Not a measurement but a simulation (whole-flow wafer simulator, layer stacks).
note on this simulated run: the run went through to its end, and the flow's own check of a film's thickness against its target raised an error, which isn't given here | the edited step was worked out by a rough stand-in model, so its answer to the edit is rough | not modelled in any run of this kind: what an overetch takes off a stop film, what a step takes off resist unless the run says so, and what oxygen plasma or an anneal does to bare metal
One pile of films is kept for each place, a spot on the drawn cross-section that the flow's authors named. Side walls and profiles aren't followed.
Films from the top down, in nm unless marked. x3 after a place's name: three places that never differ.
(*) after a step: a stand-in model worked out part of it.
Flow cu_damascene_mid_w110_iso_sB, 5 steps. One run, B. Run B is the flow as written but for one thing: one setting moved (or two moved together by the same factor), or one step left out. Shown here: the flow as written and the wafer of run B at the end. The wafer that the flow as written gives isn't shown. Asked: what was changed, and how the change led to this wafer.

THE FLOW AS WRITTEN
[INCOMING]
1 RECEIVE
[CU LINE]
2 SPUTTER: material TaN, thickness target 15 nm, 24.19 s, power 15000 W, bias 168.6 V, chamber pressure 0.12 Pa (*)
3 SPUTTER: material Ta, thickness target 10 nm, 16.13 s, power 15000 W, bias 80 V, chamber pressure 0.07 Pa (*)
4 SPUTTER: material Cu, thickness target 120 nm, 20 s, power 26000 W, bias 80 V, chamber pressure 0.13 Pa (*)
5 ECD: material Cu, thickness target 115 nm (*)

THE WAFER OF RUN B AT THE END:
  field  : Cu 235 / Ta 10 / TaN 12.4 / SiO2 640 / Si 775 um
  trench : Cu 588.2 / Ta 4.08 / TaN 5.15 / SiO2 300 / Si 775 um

The cause: step 2, SPUTTER: thickness target 12.4 nm was run, where the flow has thickness target 15 nm; step 2, SPUTTER: 19.96 s was run, where the flow has 24.19 s.
It can be read off the wafer: field has TaN 12.4, and step 2 as written asks for 15 nm.

How the change led to this, step by step:
  2 SPUTTER: material TaN, thickness target 15 nm, 24.19 s, power 15000 W, bias 168.6 V, chamber pressure 0.12 Pa (*)
      field: TaN +12.4 (new film) (as written it would be: TaN +15 (new film))
      trench: TaN +5.15 (new film) (as written it would be: TaN +6.23 (new film))
